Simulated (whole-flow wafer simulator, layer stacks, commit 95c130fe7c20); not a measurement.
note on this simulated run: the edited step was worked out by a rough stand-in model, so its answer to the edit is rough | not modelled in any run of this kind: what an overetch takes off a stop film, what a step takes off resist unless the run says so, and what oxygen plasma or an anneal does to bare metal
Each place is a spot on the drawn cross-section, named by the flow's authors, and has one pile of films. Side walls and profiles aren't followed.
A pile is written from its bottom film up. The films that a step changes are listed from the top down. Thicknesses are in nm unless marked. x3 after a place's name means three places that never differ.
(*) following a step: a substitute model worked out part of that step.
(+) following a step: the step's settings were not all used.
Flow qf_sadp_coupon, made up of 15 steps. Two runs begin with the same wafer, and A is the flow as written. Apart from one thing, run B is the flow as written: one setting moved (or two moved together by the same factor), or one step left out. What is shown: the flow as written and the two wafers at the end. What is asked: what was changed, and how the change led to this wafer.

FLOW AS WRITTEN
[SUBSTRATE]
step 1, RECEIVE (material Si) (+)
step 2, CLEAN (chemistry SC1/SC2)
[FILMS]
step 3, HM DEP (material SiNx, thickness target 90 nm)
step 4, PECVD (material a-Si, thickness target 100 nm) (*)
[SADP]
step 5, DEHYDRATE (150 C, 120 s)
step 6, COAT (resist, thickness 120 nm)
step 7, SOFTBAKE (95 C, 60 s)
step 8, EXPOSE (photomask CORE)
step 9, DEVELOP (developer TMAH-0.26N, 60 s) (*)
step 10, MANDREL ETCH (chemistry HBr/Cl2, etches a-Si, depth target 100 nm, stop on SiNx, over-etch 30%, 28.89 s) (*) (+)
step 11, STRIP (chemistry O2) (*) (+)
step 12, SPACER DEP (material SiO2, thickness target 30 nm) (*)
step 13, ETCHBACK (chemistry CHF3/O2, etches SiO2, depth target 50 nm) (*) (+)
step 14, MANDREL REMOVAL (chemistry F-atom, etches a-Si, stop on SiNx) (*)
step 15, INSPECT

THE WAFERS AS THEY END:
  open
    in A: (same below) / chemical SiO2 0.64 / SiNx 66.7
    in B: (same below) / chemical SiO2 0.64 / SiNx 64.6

The reason: step 10, MANDREL ETCH: over-etch 44.3% was run, though the flow has over-etch 30%.

How this came from the change, step by step:
  step 10, MANDREL ETCH (chemistry HBr/Cl2, etches a-Si, depth target 100 nm, stop on SiNx, over-etch 30%, 28.89 s) (*) (+)
      m: A -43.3 resist | B -48.1 resist
      open: A -100 a-Si (all of it), -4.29 SiNx | B -100 a-Si (all of it), -6.33 SiNx
  step 11, STRIP (chemistry O2) (*) (+)
      m: A +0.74 chemical SiO2 (new film), -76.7 resist (all of it), -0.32 a-Si | B +0.74 chemical SiO2 (new film), -71.9 resist (all of it), -0.33 a-Si
